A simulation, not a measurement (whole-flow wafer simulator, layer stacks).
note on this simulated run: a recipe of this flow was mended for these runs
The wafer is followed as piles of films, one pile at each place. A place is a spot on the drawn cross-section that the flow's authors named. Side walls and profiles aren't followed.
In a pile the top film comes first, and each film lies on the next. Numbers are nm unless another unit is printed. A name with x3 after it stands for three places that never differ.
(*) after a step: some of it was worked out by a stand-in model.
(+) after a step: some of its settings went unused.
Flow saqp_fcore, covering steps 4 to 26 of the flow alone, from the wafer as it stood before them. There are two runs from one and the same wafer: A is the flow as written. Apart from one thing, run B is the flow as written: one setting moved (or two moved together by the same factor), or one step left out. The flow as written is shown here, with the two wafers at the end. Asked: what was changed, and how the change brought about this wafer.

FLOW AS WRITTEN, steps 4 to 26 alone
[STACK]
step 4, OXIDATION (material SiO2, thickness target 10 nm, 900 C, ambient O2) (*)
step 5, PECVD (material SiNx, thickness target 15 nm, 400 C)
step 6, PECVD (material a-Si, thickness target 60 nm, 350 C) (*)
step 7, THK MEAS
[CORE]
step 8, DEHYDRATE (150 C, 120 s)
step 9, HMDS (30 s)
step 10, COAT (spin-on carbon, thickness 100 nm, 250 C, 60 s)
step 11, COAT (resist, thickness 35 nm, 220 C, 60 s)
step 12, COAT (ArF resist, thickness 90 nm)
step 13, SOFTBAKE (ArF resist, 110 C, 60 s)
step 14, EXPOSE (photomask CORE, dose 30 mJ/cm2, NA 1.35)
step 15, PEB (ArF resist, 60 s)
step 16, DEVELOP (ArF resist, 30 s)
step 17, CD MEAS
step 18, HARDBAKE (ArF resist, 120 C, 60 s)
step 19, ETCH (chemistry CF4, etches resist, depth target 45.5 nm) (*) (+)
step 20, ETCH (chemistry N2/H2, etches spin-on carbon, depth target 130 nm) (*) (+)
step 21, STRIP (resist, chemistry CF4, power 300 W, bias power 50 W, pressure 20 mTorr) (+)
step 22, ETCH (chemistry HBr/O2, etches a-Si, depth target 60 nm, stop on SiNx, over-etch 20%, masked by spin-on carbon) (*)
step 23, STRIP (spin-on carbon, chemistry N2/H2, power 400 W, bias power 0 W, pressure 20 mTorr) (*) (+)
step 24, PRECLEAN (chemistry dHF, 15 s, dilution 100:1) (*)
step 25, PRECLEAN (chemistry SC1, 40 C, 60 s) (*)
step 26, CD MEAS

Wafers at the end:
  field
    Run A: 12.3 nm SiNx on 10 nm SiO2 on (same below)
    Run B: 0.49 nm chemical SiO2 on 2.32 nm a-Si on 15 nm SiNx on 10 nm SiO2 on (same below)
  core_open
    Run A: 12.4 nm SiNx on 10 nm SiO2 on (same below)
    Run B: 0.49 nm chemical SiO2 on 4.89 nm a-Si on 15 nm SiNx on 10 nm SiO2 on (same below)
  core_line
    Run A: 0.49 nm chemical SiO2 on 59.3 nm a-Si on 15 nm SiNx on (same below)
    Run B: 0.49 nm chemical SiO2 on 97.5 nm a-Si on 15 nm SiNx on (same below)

The reason: step 6, PECVD: thickness target 98.2 nm was run, while the flow as written has thickness target 60 nm.

How this came from the change, step by step:
  step 6, PECVD (material a-Si, thickness target 60 nm, 350 C) (*)
      field, core_open, core_line: A +60 a-Si (new film) | B +98.2 a-Si (new film)
  step 22, ETCH (chemistry HBr/O2, etches a-Si, depth target 60 nm, stop on SiNx, over-etch 20%, masked by spin-on carbon) (*)
      field: A -36.8 a-Si (all of it), -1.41 SiNx | B -72 a-Si
      core_open: A -39.4 a-Si (all of it), -1.3 SiNx | B -72 a-Si
      (as well as at 1 more place)
  step 23, STRIP (spin-on carbon, chemistry N2/H2, power 400 W, bias power 0 W, pressure 20 mTorr) (*) (+)
      core_line: A -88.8 spin-on carbon (all of it) | B -83.8 spin-on carbon (all of it)
  step 24, PRECLEAN (chemistry dHF, 15 s, dilution 100:1) (*)
      field, core_open: A -1.31 SiNx | B nothing
  step 25, PRECLEAN (chemistry SC1, 40 C, 60 s) (*)
      field, core_open: A nothing | B +0.49 chemical SiO2 (new film), -0.7 a-Si
